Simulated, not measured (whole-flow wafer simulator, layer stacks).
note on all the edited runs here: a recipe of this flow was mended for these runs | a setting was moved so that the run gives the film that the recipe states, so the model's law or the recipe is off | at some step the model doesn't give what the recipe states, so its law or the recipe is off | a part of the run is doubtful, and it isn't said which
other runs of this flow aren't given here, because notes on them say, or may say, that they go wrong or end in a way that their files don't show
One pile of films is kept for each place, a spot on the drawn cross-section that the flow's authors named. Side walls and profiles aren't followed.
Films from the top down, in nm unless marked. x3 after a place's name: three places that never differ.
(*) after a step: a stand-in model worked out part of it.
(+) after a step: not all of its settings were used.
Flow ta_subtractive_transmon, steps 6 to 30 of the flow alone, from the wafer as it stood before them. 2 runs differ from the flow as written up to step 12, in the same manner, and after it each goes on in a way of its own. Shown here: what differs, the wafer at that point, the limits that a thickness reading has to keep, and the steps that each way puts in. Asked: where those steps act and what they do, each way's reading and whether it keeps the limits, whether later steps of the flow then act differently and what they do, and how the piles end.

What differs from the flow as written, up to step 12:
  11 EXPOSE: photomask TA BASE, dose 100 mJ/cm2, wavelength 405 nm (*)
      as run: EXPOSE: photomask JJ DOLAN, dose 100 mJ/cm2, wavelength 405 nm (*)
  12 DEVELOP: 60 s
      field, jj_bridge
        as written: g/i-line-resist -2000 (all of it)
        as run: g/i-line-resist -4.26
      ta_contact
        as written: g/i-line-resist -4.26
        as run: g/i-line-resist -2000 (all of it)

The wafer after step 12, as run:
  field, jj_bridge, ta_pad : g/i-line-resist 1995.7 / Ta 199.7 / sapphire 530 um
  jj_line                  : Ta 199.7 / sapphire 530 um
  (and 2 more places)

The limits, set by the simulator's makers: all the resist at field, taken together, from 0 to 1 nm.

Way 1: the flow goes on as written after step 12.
  The reading after step 12: 1995.7 nm, outside the limits.
  Later steps of the flow that act differently than as written (2 more steps differ only slightly, by at most 2% or 0.5 nm, whichever is larger, and aren't shown):
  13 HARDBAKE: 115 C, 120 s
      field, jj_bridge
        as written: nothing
        this way: g/i-line-resist -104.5
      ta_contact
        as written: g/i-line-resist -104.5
        this way: nothing
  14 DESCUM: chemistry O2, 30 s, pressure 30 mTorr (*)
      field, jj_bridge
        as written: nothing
        this way: g/i-line-resist -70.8
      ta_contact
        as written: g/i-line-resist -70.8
        this way: nothing
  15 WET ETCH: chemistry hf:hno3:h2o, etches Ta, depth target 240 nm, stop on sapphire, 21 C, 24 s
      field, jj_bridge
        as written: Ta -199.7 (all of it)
        this way: nothing
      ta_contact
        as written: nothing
        this way: Ta -199.7 (all of it)
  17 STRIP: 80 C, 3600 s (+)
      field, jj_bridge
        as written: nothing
        this way: g/i-line-resist -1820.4 (all of it)
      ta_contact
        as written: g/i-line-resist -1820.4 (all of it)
        this way: nothing
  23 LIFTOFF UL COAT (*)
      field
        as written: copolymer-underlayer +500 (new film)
        this way: copolymer-underlayer +404 (new film)
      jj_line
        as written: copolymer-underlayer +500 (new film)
        this way: copolymer-underlayer +585.2 (new film)
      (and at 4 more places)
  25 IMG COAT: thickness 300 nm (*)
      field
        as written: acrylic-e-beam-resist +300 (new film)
        this way: acrylic-e-beam-resist +291.4 (new film)
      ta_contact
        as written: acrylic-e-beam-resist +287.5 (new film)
        this way: acrylic-e-beam-resist +313.9 (new film)
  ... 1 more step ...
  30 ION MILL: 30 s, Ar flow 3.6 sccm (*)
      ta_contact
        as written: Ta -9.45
        this way: sapphire -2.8
  At the end the piles differ from the flow's by more than 2% or 0.5 nm, whichever is larger, at field, jj_bridge, ta_contact, ta_pad.
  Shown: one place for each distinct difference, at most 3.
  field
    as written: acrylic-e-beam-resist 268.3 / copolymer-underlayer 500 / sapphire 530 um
    this way: acrylic-e-beam-resist 259.6 / copolymer-underlayer 404 / Ta 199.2 / sapphire 530 um
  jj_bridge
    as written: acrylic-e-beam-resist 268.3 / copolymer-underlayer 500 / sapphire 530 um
    this way: acrylic-e-beam-resist 274.4 / copolymer-underlayer 383.6 / Ta 199.2 / sapphire 530 um
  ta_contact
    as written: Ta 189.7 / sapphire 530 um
    this way: sapphire 530 um

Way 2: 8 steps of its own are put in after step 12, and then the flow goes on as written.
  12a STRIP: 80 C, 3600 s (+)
      field, jj_bridge, ta_pad
        g/i-line-resist -1995.7 (all of it)
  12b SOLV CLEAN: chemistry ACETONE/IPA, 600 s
      changes no film at any place that is followed
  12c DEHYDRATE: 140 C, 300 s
      changes no film at any place that is followed
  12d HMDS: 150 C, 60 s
      changes no film at any place that is followed
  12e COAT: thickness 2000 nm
      field, jj_line, jj_bridge, lead, ta_contact, ta_pad
        g/i-line-resist +2000 (new film)
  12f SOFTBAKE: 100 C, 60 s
      changes no film at any place that is followed
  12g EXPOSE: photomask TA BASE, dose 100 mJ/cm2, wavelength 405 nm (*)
      changes no film at any place that is followed
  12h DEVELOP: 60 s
      field, jj_line, jj_bridge, lead
        g/i-line-resist -2000 (all of it)
      ta_contact, ta_pad
        g/i-line-resist -4.26
  The reading after step 12h: 0 nm, within the limits.
  No later step of the flow acts differently than as written at any place that is followed.
  At the end the piles are the same as the flow's at every place that both follow.

Within the limits: way 2. Outside them: way 1.
